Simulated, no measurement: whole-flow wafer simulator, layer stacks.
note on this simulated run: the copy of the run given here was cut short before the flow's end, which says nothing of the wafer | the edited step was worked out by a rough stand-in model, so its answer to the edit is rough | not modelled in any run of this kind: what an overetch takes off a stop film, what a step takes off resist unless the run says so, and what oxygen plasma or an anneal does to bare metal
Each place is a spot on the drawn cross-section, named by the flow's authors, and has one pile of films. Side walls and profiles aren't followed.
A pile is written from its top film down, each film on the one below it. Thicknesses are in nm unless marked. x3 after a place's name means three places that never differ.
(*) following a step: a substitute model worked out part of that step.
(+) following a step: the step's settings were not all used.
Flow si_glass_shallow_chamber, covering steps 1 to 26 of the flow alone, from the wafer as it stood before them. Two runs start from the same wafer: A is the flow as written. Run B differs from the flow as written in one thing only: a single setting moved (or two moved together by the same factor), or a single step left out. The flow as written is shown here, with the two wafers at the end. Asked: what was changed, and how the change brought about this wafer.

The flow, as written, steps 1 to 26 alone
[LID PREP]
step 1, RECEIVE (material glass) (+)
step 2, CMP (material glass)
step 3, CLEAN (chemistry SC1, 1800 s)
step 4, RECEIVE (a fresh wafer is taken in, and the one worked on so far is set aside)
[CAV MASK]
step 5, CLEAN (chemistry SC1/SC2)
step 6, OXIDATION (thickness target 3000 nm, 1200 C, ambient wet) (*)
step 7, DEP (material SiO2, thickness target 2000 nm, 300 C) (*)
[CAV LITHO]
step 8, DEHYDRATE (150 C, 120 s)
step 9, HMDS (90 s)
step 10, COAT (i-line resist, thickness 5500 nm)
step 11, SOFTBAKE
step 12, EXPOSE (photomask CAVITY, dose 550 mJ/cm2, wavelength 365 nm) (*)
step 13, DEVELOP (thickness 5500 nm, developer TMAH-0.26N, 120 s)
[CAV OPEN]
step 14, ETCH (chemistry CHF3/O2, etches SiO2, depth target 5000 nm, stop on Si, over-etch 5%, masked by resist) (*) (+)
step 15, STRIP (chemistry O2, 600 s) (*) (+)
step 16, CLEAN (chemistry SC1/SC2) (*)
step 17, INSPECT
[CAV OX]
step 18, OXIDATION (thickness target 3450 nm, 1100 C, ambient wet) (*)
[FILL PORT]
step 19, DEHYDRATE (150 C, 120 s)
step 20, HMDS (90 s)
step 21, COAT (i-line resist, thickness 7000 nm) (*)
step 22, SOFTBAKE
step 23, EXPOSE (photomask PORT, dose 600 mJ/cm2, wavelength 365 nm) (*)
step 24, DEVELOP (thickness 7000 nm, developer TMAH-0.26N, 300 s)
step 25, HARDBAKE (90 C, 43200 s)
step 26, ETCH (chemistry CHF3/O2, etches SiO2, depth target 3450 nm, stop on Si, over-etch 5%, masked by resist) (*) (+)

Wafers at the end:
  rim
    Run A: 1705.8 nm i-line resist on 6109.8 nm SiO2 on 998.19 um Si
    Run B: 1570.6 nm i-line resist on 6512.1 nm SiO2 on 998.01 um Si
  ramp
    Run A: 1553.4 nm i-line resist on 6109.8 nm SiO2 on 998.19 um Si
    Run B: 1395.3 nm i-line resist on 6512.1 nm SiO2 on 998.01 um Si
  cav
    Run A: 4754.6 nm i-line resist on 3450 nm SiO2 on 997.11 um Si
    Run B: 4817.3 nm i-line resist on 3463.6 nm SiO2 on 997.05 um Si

Cause: step 6, OXIDATION: thickness target 3483 nm was run, though the flow has thickness target 3000 nm.

The path from the change to this, step by step:
  step 6, OXIDATION (thickness target 3000 nm, 1200 C, ambient wet) (*)
      rim, ramp, cav, port, septum, ring: A +3000 SiO2 (new film), -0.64 chemical SiO2 (all of it), -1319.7 Si | B +3483 SiO2 (new film), -0.64 chemical SiO2 (all of it), -1532.2 Si
  step 14, ETCH (chemistry CHF3/O2, etches SiO2, depth target 5000 nm, stop on Si, over-etch 5%, masked by resist) (*) (+)
      cav, port: A -5000 SiO2 (all of it), -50 Si | B -5250 SiO2
  step 15, STRIP (chemistry O2, 600 s) (*) (+)
      cav, port: A +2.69 chemical SiO2 (new film), -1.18 Si | B nothing
  step 18, OXIDATION (thickness target 3450 nm, 1100 C, ambient wet) (*)
      cav, port: A +3450 SiO2 (new film), -2.69 chemical SiO2 (all of it), -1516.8 Si | B +3230.6 SiO2, -1421.5 Si
      rim, ramp, septum, ring: A +1109.8 SiO2, -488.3 Si | B +1029.1 SiO2, -452.8 Si
  step 21, COAT (i-line resist, thickness 7000 nm) (*)
      ramp: A +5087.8 i-line resist (new film) | B +4956.6 i-line resist (new film)
  step 22, SOFTBAKE
      rim: A -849 i-line resist | B -893.8 i-line resist
      ramp: A -434.5 i-line resist | B -466.8 i-line resist
      (as well as at 3 more places)
  step 25, HARDBAKE (90 C, 43200 s)
      rim: A -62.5 i-line resist | B -57.7 i-line resist
      ramp: A -57.1 i-line resist | B -51.7 i-line resist
  step 26, ETCH (chemistry CHF3/O2, etches SiO2, depth target 3450 nm, stop on Si, over-etch 5%, masked by resist) (*) (+)
      port: A -3450 SiO2 (all of it), -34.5 Si | B -3463.6 SiO2 (all of it), -31.8 Si
